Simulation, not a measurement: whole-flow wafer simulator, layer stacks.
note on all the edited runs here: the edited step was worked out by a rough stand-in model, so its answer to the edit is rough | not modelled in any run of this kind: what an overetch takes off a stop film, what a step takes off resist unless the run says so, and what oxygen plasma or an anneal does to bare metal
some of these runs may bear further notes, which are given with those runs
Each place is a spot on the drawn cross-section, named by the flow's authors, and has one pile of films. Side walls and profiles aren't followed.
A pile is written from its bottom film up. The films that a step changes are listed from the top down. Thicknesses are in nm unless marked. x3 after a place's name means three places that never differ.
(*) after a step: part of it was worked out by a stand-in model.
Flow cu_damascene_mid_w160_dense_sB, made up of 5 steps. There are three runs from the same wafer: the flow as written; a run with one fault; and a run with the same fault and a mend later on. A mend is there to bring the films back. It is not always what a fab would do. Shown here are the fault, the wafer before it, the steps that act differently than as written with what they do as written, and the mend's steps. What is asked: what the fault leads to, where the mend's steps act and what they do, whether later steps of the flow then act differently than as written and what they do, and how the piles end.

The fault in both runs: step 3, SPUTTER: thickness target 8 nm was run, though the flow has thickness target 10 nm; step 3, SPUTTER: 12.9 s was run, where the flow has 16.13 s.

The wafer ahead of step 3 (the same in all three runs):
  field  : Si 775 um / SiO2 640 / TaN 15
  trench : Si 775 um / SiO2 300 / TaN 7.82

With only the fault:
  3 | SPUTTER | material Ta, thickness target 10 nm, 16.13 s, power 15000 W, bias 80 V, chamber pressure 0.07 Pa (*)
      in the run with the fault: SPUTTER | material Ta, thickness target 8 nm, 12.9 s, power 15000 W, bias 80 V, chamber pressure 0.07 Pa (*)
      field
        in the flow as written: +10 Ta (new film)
        in the run with the fault: +8 Ta (new film)
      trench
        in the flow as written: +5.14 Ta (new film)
        in the run with the fault: +4.11 Ta (new film)
  Later steps of the flow that are run all act as written at every place that is followed, up to a difference of at most 2% or 0.5 nm, whichever is larger.
  At field, trench, the piles at the end differ from the flow's by more than 2% or 0.5 nm, whichever is larger.
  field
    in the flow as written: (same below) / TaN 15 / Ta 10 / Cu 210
    in the run with the fault: (same below) / TaN 15 / Ta 8 / Cu 210
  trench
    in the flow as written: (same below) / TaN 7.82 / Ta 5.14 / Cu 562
    in the run with the fault: (same below) / TaN 7.82 / Ta 4.11 / Cu 561.1

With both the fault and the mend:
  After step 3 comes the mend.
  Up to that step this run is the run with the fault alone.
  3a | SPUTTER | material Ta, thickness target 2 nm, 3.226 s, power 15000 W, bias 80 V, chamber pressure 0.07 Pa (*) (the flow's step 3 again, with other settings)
      field
        +2 Ta
      trench
        +1.01 Ta
  Later steps of the flow that are run all act as written at every place that is followed, up to a difference of at most 2% or 0.5 nm, whichever is larger.
  When the end is reached, the piles differ only a little from the flow's at the places that both follow, at most by 2% or 0.5 nm, whichever is larger.
